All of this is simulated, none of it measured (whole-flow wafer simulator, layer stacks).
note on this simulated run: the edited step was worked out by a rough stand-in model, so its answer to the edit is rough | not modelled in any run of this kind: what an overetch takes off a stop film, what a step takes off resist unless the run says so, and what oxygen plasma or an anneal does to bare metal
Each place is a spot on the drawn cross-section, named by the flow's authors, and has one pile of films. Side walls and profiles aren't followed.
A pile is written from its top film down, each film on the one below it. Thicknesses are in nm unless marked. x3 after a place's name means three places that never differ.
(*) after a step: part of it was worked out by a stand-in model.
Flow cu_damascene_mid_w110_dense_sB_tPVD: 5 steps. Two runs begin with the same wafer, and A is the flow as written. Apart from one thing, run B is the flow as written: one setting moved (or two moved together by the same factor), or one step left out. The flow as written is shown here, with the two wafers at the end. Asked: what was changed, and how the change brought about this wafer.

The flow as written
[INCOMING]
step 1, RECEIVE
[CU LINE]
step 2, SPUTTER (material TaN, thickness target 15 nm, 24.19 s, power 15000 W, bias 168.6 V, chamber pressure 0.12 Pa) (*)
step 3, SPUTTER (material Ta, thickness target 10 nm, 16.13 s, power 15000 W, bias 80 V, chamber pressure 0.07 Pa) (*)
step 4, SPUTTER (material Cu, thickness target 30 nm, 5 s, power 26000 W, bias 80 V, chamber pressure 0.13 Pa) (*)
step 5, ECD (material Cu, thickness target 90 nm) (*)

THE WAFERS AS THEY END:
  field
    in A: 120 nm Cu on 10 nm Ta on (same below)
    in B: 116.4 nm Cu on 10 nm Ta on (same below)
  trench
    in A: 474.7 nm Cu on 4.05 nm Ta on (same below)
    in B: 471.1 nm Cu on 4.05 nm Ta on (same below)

What caused this: step 4, SPUTTER: power 22880 W was run, whereas the flow has power 26000 W.

Step by step, how the change led to this:
  step 4, SPUTTER (material Cu, thickness target 30 nm, 5 s, power 26000 W, bias 80 V, chamber pressure 0.13 Pa) (*)
      field: A +30 Cu (new film) | B +26.4 Cu (new film)
      trench: A +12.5 Cu (new film) | B +10.7 Cu (new film)
